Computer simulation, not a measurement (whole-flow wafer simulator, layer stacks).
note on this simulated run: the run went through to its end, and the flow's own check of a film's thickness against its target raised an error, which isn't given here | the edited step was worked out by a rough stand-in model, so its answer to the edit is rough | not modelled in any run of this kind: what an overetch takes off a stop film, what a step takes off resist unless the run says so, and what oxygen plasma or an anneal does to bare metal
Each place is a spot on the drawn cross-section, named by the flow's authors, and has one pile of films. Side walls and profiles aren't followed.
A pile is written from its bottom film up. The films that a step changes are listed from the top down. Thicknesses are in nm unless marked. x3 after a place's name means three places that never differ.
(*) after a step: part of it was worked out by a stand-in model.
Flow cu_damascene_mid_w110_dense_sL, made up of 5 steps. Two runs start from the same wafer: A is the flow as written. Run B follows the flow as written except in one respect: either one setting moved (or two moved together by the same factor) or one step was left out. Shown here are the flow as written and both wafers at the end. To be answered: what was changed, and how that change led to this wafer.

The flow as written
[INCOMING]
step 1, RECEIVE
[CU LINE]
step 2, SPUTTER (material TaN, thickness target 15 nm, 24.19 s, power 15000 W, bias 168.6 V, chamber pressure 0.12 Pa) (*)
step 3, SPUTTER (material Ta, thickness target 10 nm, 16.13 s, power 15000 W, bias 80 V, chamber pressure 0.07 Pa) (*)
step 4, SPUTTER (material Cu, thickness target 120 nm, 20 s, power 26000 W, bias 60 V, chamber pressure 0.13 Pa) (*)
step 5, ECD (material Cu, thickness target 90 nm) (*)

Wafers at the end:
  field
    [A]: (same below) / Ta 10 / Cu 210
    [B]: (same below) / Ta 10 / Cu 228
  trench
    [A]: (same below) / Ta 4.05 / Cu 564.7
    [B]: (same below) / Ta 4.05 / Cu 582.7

Cause: step 5, ECD: thickness target 108 nm was run, whereas the flow has thickness target 90 nm.

Step by step, how the change led to this:
  step 5, ECD (material Cu, thickness target 90 nm) (*)
      field: A +90 Cu | B +108 Cu
      trench: A +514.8 Cu | B +532.8 Cu
